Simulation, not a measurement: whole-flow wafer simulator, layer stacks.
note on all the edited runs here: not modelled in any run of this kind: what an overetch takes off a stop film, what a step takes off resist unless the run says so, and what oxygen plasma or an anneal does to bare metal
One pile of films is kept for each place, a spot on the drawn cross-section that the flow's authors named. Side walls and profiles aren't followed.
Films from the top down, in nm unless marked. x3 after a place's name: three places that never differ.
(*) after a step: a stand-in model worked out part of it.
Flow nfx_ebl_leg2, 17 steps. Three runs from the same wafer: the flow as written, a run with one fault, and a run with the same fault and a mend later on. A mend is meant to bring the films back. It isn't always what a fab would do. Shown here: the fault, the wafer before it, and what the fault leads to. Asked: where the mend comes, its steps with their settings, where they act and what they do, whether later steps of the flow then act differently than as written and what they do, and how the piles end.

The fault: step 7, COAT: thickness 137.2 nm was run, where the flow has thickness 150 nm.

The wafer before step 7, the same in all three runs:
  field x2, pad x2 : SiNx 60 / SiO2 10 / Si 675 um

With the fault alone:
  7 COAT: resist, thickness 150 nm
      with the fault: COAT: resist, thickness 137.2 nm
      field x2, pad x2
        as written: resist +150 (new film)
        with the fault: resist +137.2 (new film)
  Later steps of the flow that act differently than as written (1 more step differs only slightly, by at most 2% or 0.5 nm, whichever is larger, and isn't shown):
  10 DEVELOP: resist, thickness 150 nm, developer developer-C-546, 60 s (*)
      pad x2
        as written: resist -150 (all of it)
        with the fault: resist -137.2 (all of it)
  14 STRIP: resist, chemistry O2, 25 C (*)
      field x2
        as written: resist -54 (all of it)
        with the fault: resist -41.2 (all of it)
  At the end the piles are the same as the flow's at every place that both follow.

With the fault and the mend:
  The mend comes after step 11.
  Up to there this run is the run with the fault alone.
  11a STRIP: resist, chemistry O2, 25 C (*)
      field x2
        resist -137.2 (all of it)
  11b DEHYDRATE: 180 C, 120 s (the flow's step 6 once more)
      changes no film at any place that is followed
  11c COAT: resist, thickness 150 nm (the flow's step 7 once more)
      field x2, pad x2
        resist +150 (new film)
  11d SOFTBAKE: resist, 150 C, 60 s (the flow's step 8 once more)
      changes no film at any place that is followed
  11e EXPOSE: PMMA, photomask GRATING (*) (the flow's step 9 once more, with other settings)
      changes no film at any place that is followed
  11f DEVELOP: resist, developer developer-C-546, 60 s (*) (the flow's step 10 once more, with other settings)
      pad x2
        resist -150 (all of it)
  No later step of the flow acts differently than as written at any place that is followed.
  At the end the piles are the same as the flow's at every place that both follow.
